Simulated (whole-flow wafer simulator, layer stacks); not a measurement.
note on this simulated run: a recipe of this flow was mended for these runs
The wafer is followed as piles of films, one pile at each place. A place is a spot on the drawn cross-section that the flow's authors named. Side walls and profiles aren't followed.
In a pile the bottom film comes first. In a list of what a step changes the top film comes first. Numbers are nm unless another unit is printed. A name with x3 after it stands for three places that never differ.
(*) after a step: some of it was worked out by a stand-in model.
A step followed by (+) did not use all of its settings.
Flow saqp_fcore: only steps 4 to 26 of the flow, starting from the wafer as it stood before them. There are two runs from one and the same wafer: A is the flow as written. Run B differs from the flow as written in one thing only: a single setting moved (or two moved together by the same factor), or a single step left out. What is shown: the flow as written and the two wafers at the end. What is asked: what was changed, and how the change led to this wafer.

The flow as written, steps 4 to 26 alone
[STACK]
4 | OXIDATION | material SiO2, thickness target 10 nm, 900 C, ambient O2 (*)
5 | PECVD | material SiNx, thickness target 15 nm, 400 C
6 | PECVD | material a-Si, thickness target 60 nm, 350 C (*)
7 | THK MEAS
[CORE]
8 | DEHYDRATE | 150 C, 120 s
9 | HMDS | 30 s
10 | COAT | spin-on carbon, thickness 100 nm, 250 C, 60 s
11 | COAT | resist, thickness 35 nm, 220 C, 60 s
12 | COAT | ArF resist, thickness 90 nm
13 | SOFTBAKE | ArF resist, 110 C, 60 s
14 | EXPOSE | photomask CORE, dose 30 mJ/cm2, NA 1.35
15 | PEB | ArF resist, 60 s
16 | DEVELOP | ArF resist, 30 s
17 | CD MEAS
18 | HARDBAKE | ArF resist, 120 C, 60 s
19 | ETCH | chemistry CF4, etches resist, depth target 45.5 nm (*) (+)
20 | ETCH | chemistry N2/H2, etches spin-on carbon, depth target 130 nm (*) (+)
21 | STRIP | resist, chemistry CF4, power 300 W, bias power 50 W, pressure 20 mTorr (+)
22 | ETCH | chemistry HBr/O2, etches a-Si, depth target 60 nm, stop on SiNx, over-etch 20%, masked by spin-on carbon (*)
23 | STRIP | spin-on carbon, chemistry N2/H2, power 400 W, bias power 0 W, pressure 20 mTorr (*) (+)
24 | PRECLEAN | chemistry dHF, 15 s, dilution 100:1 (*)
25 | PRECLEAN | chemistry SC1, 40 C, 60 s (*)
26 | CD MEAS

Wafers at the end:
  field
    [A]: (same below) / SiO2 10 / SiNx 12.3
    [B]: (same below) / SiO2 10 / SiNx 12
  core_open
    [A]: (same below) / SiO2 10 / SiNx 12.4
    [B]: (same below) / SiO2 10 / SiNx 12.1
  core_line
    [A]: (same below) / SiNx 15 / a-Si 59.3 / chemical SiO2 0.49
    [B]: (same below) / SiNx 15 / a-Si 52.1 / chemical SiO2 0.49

What caused this: step 6, PECVD: thickness target 52.8 nm was run, whereas the flow has thickness target 60 nm.

The path from the change to this, step by step:
  6 | PECVD | material a-Si, thickness target 60 nm, 350 C (*)
      field, core_open, core_line: A +60 a-Si (new film) | B +52.8 a-Si (new film)
  22 | ETCH | chemistry HBr/O2, etches a-Si, depth target 60 nm, stop on SiNx, over-etch 20%, masked by spin-on carbon (*)
      field: A -36.8 a-Si (all of it), -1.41 SiNx | B -29.6 a-Si (all of it), -1.7 SiNx
      core_open: A -39.4 a-Si (all of it), -1.3 SiNx | B -32.2 a-Si (all of it), -1.59 SiNx
      (also at 1 further place)
